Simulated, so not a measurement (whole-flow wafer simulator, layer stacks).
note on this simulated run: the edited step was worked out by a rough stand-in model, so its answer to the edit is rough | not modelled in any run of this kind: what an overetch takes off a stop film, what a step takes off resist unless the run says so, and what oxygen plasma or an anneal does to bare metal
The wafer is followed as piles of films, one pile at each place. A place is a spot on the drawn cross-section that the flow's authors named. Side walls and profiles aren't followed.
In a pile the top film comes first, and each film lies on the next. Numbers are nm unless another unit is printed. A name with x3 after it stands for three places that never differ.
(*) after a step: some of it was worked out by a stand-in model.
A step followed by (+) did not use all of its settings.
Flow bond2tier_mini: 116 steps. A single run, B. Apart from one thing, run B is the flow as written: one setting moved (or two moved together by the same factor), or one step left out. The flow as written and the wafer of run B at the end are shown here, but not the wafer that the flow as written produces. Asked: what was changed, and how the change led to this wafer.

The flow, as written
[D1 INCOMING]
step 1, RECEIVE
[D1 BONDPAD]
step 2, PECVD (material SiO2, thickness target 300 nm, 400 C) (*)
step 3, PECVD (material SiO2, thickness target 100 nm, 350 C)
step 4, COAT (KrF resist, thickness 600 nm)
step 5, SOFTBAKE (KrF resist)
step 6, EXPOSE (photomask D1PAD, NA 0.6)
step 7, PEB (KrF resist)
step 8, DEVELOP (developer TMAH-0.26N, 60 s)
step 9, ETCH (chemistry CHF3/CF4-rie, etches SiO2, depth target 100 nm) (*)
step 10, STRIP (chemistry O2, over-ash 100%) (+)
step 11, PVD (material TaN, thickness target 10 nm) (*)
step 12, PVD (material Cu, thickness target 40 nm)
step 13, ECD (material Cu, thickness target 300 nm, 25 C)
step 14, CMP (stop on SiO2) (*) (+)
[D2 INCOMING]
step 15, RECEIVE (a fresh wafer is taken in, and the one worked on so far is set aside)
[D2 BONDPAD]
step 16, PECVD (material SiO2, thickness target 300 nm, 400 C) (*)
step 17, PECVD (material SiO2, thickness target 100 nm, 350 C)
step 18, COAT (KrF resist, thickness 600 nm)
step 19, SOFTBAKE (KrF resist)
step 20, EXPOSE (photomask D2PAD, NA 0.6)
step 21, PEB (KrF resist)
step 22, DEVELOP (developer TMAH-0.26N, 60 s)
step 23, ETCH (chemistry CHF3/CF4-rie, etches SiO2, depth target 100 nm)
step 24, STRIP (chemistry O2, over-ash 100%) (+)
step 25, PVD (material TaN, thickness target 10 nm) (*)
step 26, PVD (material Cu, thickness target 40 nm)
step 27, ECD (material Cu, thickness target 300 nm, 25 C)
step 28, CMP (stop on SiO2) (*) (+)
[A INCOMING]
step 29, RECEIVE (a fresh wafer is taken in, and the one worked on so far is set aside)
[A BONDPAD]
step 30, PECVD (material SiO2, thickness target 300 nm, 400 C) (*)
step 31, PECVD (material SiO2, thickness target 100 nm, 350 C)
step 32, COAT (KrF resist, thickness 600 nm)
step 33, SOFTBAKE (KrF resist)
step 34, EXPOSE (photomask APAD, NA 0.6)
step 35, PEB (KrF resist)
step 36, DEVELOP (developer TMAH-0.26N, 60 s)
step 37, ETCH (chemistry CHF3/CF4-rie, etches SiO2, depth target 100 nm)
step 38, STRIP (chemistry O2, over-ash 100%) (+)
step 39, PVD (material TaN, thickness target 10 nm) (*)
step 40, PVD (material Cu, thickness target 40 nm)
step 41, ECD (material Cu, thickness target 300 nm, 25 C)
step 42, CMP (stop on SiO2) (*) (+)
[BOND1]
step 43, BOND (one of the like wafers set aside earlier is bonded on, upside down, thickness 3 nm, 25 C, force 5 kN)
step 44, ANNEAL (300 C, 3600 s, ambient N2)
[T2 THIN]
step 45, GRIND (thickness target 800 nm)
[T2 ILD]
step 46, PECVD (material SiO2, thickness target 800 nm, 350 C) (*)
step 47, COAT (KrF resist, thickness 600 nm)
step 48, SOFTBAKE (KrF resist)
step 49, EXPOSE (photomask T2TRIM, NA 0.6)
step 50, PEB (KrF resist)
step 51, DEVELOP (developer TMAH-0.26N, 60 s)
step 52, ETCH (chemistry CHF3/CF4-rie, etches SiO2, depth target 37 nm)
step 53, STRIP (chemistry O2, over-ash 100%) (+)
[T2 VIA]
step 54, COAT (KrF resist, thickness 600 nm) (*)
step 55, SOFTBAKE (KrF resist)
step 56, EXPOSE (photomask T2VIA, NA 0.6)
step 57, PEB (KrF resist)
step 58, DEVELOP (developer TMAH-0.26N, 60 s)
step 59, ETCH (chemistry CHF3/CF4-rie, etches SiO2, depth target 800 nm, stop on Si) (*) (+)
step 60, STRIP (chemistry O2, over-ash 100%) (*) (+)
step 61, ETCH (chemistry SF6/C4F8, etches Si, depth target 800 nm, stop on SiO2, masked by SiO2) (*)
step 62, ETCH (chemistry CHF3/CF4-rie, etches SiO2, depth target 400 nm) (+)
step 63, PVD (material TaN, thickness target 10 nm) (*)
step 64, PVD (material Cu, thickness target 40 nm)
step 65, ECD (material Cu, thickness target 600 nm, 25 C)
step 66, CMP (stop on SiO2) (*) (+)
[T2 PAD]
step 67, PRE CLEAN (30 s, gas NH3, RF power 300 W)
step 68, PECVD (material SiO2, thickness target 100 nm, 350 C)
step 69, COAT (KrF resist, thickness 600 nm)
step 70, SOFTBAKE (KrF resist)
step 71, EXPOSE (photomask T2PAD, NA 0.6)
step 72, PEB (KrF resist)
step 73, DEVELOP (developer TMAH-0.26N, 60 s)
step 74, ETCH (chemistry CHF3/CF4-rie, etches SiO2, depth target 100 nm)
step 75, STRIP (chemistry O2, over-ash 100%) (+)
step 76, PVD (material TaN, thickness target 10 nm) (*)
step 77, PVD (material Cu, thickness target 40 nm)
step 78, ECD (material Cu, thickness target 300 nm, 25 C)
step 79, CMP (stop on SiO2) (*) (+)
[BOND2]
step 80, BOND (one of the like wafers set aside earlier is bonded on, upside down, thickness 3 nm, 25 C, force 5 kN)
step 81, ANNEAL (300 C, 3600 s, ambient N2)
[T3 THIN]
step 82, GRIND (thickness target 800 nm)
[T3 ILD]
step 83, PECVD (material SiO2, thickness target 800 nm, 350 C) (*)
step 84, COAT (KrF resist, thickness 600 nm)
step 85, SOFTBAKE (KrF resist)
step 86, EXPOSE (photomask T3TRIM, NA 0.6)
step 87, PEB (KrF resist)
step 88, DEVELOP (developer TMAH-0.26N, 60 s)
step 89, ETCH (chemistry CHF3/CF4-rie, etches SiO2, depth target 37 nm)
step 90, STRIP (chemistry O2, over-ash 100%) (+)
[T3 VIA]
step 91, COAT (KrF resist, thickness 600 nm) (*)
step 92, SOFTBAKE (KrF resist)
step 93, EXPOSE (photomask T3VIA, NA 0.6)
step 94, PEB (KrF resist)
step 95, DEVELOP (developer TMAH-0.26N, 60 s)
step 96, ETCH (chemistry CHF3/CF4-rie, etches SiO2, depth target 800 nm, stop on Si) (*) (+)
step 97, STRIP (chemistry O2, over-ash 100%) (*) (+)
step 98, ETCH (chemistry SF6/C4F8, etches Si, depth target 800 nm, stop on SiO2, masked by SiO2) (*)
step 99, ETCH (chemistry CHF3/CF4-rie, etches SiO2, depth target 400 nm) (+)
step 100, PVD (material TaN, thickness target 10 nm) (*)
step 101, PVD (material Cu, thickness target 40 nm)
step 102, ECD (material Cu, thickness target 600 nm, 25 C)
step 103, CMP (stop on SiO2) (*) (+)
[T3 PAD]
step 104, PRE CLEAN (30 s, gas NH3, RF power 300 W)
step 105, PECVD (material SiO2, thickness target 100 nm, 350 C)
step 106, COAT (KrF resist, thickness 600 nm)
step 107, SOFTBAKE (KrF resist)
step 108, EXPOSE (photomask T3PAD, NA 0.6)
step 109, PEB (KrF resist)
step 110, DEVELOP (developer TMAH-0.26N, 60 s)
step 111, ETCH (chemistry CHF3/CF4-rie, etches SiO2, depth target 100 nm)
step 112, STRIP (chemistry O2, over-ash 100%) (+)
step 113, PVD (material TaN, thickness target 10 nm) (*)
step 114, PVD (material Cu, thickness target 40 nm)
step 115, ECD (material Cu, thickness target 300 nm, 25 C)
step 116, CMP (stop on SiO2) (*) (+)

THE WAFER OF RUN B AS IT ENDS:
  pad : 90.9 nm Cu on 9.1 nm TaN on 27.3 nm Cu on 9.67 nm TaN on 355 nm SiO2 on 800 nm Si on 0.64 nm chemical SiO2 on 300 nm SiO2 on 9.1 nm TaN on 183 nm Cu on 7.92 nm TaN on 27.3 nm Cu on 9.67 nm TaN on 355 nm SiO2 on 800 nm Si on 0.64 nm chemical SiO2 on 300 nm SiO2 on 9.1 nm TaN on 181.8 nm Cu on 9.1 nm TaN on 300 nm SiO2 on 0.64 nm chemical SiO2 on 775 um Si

What caused this: step 76, PVD: thickness target 8.7 nm was run, though the flow has thickness target 10 nm.

How this came from the change, step by step:
  step 76, PVD (material TaN, thickness target 10 nm) (*)
      field: TaN gains 8.7 (new film) (it would be, as written: TaN gains 10 (new film))
      pad: TaN gains 7.92 (new film) (it would be, as written: TaN gains 9.1 (new film))
  step 79, CMP (stop on SiO2) (*) (+)
      field: Cu loses 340 (all of it), TaN loses 8.7 (all of it) (it would be, as written: Cu loses 340 (all of it), TaN loses 10 (all of it))
